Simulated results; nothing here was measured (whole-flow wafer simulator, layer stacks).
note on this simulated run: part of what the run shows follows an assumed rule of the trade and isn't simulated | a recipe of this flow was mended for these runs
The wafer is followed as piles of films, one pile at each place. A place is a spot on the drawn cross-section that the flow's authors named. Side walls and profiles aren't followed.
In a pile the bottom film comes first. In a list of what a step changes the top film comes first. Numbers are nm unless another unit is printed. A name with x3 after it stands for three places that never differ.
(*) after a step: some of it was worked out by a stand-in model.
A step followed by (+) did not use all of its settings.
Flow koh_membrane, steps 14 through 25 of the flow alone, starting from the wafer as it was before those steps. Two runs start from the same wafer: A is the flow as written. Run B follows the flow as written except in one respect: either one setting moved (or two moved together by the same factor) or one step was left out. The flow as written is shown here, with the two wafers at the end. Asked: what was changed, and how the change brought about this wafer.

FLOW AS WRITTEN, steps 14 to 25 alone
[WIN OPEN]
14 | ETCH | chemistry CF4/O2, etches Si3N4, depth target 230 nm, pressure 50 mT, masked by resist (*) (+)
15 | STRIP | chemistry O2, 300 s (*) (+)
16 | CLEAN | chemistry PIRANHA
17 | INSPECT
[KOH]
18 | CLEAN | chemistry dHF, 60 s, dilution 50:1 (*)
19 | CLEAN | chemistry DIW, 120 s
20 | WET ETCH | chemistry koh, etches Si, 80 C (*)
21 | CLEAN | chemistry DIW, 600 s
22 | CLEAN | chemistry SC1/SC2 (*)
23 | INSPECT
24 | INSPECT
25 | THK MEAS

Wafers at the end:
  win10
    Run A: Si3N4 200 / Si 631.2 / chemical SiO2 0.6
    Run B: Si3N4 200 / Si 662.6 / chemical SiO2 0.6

Cause: step 14, ETCH: depth target 197 nm was run, though the flow has depth target 230 nm.

Step by step, how the change led to this:
  14 | ETCH | chemistry CF4/O2, etches Si3N4, depth target 230 nm, pressure 50 mT, masked by resist (*) (+)
      win20 x4, win10: A -200 Si3N4 (all of it), -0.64 chemical SiO2 (all of it), -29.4 Si | B -197 Si3N4
      field: A -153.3 i-line-resist | B -131.3 i-line-resist
  15 | STRIP | chemistry O2, 300 s (*) (+)
      win20 x4, win10: A +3 chemical SiO2 (new film), -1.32 Si | B nothing
      field: A -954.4 i-line-resist (all of it) | B -976.4 i-line-resist (all of it)
  18 | CLEAN | chemistry dHF, 60 s, dilution 50:1 (*)
      win20 x4, win10: A -3 chemical SiO2 (all of it) | B -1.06 Si3N4
  20 | WET ETCH | chemistry koh, etches Si, 80 C (*)
      win20 x4: A -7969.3 Si (all of it) | B -1.94 Si3N4 (all of it), -0.64 chemical SiO2 (all of it), -8000 Si (all of it)
      win10: A -7337.9 Si | B -1.94 Si3N4 (all of it), -0.64 chemical SiO2 (all of it), -7337.2 Si
